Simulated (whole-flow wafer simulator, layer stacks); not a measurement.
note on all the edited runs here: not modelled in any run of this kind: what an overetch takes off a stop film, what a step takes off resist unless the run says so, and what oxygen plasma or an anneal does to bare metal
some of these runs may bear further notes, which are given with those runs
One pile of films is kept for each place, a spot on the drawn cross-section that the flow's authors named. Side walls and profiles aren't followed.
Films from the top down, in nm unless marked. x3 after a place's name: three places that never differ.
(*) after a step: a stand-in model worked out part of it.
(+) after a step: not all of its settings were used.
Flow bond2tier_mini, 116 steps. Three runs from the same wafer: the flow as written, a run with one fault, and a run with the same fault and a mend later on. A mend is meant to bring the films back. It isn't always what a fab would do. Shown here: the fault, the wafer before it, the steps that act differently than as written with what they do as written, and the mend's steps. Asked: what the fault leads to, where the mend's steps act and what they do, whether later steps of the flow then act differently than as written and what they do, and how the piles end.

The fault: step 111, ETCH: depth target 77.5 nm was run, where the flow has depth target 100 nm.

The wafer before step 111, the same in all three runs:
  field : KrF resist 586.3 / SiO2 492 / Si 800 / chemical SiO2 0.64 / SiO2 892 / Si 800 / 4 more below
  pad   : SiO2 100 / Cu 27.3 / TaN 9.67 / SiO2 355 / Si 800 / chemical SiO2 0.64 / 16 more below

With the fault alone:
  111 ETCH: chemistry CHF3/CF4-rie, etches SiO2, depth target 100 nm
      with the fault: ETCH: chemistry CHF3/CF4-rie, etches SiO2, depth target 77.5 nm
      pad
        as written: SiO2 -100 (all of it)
        with the fault: SiO2 -77.5
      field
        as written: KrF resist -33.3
        with the fault: KrF resist -25.8
  Later steps of the flow that act differently than as written (2 more steps differ only slightly, by at most 2% or 0.5 nm, whichever is larger, and aren't shown):
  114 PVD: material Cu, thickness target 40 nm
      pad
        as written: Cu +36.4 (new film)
        with the fault: Cu +37.2 (new film)
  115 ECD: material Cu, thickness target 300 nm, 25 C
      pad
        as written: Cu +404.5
        with the fault: Cu +381
  At the end the piles differ from the flow's by more than 2% or 0.5 nm, whichever is larger, at pad.
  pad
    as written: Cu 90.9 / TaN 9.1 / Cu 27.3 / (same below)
    with the fault: Cu 68.2 / TaN 9.3 / SiO2 22.5 / Cu 27.3 / (same below)

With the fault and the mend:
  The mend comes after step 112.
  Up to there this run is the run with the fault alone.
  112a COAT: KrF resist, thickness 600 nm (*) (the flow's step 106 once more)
      field
        KrF resist +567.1 (new film)
      pad
        KrF resist +634.3 (new film)
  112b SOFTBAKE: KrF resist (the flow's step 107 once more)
      changes no film at any place that is followed
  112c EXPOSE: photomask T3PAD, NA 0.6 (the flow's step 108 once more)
      changes no film at any place that is followed
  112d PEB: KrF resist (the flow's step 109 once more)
      changes no film at any place that is followed
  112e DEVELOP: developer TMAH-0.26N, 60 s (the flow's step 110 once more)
      field
        KrF resist -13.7
      pad
        KrF resist -634.3 (all of it)
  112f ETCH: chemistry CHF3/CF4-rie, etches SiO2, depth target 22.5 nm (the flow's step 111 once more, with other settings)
      field
        KrF resist -7.5
      pad
        SiO2 -22.5 (all of it)
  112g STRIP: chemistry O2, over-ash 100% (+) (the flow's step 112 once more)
      field
        KrF resist -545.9 (all of it)
  No later step of the flow acts differently than as written at any place that is followed.
  At the end the piles are the same as the flow's at every place that both follow.
